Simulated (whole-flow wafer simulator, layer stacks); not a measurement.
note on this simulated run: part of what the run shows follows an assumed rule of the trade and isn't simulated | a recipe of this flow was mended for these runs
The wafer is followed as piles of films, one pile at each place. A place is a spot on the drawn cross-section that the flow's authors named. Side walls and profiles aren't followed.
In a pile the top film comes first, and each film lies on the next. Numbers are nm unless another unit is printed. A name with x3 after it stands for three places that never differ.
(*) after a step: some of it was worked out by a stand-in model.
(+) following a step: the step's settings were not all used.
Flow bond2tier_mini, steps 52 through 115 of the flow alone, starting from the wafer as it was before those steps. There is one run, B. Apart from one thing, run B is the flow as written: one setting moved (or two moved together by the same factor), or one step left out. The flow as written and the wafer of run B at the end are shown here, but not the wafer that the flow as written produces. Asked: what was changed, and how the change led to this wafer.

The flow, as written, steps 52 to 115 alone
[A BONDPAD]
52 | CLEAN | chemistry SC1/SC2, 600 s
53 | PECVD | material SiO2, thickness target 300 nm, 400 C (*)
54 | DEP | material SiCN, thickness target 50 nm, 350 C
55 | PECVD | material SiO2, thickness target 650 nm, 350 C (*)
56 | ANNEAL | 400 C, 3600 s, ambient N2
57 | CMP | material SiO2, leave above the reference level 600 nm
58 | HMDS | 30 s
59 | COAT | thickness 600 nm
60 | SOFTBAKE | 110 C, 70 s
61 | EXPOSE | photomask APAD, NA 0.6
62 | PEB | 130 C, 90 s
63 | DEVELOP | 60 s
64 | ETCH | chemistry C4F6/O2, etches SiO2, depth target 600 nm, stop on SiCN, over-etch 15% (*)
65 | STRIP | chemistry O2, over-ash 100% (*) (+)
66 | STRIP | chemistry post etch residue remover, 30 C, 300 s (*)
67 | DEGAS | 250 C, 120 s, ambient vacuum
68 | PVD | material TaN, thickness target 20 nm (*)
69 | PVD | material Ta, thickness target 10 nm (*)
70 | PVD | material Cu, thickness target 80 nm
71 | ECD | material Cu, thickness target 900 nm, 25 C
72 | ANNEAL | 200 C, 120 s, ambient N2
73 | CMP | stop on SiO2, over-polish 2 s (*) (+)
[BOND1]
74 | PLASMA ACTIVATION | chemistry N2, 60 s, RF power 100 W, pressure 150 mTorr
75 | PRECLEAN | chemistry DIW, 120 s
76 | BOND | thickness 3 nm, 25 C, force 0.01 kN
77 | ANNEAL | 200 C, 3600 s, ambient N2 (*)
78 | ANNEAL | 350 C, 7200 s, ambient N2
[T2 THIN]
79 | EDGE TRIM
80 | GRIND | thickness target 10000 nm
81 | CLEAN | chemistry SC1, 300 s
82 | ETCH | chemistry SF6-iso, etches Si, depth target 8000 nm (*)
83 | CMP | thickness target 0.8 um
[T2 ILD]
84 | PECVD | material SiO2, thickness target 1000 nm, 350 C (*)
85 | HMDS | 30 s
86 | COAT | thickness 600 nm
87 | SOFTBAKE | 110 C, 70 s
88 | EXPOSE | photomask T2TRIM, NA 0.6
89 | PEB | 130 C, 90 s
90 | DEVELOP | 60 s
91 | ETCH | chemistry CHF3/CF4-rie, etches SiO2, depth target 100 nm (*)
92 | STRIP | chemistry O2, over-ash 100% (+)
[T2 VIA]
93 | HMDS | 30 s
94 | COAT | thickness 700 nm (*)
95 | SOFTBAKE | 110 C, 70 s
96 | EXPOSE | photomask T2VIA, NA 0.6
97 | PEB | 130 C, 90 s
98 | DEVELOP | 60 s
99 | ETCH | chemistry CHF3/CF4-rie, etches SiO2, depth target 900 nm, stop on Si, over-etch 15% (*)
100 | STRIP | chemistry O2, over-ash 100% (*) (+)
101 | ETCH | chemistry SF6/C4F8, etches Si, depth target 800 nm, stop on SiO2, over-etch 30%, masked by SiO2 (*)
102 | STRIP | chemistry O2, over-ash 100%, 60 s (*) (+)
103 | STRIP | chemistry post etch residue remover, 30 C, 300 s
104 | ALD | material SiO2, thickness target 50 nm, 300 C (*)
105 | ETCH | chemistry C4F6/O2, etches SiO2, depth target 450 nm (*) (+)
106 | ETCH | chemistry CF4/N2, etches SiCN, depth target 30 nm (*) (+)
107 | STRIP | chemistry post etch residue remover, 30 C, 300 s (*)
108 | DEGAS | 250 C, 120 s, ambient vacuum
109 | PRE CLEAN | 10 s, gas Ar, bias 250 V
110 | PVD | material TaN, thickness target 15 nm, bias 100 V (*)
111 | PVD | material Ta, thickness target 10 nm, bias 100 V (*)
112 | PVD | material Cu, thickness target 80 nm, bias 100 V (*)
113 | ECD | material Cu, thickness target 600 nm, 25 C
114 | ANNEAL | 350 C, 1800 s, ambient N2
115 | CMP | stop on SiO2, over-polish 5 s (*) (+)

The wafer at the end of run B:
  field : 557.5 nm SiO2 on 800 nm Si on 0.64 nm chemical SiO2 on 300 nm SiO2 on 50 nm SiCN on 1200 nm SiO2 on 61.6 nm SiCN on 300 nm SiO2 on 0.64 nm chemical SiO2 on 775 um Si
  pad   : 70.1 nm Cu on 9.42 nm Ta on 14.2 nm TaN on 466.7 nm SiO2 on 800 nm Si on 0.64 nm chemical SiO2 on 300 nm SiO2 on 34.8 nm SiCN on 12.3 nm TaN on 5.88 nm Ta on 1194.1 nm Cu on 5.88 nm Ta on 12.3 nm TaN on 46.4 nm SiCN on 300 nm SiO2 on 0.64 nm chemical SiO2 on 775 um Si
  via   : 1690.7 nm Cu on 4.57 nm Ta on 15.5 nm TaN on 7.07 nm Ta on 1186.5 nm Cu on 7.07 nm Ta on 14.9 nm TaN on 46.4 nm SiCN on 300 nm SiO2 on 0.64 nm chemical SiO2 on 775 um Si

What caused this: step 54, DEP: thickness target 61.6 nm was run, though the flow has thickness target 50 nm.
One can read it off the wafer: field has SiCN 61.6, and step 54 as written asks for 50 nm.

How this came from the change, step by step:
  54 | DEP | material SiCN, thickness target 50 nm, 350 C
      field, pad, via: SiCN gains 61.6 (new film) (it would be, as written: SiCN gains 50 (new film))
